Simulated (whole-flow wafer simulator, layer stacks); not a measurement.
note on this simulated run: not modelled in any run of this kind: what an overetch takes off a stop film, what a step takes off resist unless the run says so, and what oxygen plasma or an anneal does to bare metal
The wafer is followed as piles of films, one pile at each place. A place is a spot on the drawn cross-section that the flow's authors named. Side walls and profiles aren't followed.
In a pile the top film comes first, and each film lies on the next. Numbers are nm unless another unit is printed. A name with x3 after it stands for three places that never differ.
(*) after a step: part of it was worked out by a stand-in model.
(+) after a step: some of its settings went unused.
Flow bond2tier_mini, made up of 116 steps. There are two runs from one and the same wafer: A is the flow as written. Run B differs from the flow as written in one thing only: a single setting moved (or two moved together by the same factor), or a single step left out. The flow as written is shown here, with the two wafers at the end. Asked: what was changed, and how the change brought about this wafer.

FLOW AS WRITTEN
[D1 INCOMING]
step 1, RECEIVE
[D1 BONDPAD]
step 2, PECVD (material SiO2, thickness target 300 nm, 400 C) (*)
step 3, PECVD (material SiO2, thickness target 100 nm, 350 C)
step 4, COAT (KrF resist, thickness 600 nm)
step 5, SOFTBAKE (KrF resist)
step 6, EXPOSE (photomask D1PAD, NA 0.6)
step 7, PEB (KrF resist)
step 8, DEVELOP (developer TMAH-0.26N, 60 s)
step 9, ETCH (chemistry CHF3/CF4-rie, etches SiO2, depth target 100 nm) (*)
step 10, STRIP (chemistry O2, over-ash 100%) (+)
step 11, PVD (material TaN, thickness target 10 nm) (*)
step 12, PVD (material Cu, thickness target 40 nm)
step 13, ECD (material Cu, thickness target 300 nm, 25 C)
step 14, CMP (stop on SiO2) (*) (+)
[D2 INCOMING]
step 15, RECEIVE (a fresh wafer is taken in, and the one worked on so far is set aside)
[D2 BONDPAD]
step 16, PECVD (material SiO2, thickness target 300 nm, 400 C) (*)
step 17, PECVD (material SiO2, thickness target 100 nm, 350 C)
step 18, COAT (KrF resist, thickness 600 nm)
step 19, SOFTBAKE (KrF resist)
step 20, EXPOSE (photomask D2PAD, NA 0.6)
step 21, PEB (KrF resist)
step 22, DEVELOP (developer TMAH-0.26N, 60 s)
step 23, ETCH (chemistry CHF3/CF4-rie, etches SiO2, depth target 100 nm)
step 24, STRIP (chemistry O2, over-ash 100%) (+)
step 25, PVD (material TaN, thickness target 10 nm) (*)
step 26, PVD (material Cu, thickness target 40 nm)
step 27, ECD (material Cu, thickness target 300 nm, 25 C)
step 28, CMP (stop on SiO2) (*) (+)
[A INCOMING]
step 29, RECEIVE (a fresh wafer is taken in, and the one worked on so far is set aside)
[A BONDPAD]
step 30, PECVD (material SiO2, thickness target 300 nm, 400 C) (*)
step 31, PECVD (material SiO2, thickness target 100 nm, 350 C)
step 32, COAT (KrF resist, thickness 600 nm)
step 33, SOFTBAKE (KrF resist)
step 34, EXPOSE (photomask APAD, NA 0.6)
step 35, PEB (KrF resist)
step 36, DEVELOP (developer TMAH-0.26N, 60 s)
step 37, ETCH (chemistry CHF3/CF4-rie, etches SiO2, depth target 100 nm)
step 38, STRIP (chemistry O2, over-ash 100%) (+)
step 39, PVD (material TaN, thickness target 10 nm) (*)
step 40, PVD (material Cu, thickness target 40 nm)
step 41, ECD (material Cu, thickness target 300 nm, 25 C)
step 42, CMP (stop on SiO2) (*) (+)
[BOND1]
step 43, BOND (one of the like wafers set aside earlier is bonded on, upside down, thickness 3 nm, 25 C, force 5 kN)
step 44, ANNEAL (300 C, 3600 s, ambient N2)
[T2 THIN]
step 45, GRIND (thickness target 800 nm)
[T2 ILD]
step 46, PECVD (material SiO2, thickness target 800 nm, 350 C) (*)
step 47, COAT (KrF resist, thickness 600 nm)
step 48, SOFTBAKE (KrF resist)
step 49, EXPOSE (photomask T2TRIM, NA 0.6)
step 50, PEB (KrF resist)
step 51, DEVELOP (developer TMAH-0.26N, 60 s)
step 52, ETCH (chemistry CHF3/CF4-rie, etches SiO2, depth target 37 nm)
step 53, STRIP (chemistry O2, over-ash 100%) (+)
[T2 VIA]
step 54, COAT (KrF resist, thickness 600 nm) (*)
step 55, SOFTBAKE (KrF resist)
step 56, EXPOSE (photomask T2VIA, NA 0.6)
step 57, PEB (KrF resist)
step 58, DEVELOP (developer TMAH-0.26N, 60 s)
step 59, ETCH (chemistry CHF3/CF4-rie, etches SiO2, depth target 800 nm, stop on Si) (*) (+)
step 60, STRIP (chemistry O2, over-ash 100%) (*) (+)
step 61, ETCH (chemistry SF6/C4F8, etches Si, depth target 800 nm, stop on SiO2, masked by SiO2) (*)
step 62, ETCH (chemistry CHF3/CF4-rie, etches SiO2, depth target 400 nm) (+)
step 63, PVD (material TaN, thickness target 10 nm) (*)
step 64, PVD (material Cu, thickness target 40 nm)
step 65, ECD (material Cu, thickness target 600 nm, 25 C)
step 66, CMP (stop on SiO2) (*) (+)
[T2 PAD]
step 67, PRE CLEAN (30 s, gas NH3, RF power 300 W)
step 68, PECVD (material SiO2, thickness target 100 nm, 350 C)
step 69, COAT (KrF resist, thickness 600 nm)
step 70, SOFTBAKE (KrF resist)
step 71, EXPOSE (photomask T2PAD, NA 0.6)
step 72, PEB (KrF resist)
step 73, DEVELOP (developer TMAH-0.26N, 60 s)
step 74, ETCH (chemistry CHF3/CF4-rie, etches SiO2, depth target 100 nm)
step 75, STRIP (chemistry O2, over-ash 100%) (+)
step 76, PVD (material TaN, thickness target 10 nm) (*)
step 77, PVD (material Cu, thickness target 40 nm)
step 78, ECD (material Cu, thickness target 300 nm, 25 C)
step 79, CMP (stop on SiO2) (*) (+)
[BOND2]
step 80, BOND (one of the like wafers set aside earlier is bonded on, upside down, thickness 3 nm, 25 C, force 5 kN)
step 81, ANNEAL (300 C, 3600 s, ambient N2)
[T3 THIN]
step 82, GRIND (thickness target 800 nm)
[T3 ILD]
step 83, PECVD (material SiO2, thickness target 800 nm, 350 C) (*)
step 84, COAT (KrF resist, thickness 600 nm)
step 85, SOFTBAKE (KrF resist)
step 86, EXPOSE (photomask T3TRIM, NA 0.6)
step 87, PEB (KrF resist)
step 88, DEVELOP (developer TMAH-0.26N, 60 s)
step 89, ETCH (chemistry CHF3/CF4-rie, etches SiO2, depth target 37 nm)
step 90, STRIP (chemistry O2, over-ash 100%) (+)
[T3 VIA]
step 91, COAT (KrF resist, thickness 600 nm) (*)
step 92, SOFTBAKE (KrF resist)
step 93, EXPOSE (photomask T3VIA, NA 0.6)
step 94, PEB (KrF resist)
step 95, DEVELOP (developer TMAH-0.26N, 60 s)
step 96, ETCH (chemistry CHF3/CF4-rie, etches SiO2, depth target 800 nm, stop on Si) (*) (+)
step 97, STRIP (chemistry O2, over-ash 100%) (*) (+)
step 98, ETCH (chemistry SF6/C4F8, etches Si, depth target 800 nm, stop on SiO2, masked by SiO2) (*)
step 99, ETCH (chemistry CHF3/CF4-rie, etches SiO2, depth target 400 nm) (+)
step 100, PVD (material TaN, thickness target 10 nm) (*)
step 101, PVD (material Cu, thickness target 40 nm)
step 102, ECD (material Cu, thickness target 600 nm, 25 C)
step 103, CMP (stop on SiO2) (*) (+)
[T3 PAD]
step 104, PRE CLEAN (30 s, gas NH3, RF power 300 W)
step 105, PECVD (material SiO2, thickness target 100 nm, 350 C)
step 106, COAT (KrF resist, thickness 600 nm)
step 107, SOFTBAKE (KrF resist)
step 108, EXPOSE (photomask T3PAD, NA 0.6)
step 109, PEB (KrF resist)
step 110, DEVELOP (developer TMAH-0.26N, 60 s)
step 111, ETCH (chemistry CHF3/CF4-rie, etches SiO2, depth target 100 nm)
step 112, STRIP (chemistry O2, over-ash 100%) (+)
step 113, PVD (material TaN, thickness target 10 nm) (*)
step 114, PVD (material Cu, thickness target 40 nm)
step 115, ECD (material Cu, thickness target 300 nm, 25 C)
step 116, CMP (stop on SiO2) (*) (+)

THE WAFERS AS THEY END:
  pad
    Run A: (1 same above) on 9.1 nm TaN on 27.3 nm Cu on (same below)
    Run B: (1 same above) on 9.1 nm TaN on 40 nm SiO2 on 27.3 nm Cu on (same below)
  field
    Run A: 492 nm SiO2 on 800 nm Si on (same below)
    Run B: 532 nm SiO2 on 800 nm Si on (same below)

Cause: step 105, PECVD: thickness target 140 nm was run, whereas the flow has thickness target 100 nm.

The path from the change to this, step by step:
  step 105, PECVD (material SiO2, thickness target 100 nm, 350 C)
      field: A SiO2 gains 100 | B SiO2 gains 140
      pad: A SiO2 gains 100 (new film) | B SiO2 gains 140 (new film)
  step 111, ETCH (chemistry CHF3/CF4-rie, etches SiO2, depth target 100 nm)
      pad: A SiO2 loses 100 (all of it) | B SiO2 loses 100
Taking metal films that touch as one body, pad has 4 bodies (between them, from the top down: SiO2 40; SiO2 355 / Si 800 / chemical SiO2 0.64 / SiO2 300; SiO2 355 / Si 800 / chemical SiO2 0.64 / SiO2 300); the flow as written gives 3 bodies (between them, from the top down: SiO2 355 / Si 800 / chemical SiO2 0.64 / SiO2 300; SiO2 355 / Si 800 / chemical SiO2 0.64 / SiO2 300).
